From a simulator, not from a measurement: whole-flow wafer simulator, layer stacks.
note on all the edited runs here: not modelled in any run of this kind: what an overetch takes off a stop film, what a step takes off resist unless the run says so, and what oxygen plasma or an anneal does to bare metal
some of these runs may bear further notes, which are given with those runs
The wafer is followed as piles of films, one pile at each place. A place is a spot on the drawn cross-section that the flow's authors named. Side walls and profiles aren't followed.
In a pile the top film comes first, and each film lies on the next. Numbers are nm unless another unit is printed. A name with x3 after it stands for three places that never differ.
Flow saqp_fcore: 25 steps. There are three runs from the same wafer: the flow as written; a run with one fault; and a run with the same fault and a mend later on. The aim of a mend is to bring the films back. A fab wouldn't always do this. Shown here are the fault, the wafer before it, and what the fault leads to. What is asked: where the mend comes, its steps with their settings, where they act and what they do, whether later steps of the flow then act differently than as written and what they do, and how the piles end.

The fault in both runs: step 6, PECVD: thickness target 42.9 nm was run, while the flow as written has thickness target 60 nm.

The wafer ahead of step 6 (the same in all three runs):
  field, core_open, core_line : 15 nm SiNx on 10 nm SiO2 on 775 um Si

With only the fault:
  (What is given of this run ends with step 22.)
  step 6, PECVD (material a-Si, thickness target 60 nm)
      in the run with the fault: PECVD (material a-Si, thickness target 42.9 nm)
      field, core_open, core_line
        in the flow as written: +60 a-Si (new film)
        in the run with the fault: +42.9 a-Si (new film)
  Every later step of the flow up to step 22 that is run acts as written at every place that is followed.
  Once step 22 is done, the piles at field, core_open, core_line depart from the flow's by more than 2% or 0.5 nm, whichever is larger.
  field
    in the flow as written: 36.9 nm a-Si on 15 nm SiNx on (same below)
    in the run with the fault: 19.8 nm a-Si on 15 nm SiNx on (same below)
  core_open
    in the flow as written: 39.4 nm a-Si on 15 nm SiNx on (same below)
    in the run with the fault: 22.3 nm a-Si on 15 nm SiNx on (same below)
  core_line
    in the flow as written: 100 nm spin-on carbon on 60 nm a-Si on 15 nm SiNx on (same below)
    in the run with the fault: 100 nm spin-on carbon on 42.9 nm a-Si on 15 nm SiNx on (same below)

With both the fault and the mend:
  The mend stands after step 7.
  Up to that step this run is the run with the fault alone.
  step 7a, ETCH (chemistry tmah, depth target 49.34 nm)
      field, core_open, core_line
        -42.9 a-Si (all of it)
  step 7b, PECVD (material a-Si, thickness target 60 nm) (a further turn of the flow's step 6)
      field, core_open, core_line
        +60 a-Si (new film)
  Every later step of the flow that is run acts as written at every place that is followed.
  The piles end the same as the flow's at every place that both follow.
